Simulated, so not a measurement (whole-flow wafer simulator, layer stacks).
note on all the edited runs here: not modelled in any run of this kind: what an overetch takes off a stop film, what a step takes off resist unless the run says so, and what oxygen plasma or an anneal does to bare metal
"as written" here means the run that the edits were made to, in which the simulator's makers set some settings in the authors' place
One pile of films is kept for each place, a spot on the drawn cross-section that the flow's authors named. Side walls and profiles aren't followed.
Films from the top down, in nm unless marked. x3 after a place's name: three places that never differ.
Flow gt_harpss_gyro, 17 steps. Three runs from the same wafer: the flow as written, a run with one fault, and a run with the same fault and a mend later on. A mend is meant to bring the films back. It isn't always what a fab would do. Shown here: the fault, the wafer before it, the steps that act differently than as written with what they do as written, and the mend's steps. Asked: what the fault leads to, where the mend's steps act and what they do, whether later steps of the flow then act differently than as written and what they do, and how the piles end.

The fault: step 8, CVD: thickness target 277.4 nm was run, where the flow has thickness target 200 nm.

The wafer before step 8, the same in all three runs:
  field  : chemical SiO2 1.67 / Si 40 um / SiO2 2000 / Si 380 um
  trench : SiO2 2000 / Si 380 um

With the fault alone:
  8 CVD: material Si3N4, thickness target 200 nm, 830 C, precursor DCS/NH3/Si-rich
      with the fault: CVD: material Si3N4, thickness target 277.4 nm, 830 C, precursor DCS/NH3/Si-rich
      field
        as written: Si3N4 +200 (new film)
        with the fault: Si3N4 +277.4 (new film)
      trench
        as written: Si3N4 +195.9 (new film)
        with the fault: Si3N4 +271.3 (new film)
  No later step of the flow acts differently than as written at any place that is followed.
  At the end the piles differ from the flow's by more than 2% or 0.5 nm, whichever is larger, at field, trench.
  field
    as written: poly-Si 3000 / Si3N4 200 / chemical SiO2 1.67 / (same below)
    with the fault: poly-Si 3000 / Si3N4 277.4 / chemical SiO2 1.67 / (same below)
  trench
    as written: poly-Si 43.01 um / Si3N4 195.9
    with the fault: poly-Si 43.01 um / Si3N4 271.3

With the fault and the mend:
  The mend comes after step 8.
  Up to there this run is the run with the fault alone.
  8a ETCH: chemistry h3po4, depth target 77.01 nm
      field, trench
        Si3N4 -77
  No later step of the flow acts differently than as written at any place that is followed.
  At the end the piles differ from the flow's only slightly at the places that both follow, by at most 2% or 0.5 nm, whichever is larger.
